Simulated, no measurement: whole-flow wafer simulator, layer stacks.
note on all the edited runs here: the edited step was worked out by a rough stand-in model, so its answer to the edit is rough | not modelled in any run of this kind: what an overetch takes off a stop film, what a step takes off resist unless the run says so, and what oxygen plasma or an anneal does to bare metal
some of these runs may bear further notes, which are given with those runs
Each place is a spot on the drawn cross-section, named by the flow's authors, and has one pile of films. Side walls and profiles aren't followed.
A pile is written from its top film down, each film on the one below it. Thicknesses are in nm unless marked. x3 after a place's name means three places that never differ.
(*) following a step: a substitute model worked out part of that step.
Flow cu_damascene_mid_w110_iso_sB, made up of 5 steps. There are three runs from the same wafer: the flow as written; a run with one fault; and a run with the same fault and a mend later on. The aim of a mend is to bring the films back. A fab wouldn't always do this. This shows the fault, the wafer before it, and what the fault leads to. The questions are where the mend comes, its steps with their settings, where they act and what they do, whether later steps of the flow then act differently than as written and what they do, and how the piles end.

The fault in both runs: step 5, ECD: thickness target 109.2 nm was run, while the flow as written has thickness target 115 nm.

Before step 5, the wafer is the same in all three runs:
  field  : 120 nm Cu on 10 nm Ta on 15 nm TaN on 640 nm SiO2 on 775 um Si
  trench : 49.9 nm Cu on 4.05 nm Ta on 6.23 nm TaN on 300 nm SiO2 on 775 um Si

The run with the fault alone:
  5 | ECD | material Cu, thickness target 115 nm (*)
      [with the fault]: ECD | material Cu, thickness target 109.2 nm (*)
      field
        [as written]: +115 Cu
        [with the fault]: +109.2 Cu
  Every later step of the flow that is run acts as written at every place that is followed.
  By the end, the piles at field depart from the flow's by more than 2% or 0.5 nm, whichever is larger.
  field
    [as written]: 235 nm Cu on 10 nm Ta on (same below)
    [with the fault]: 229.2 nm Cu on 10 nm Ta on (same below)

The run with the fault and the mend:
  After step 5 comes the mend.
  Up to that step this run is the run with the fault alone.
  5a | ECD | material Cu, thickness target 5.8 nm (the flow's step 5 again, with other settings)
      field, trench
        +5.8 Cu
  Every later step of the flow that is run acts as written at every place that is followed.
  The piles end the same as the flow's at every place that both follow.
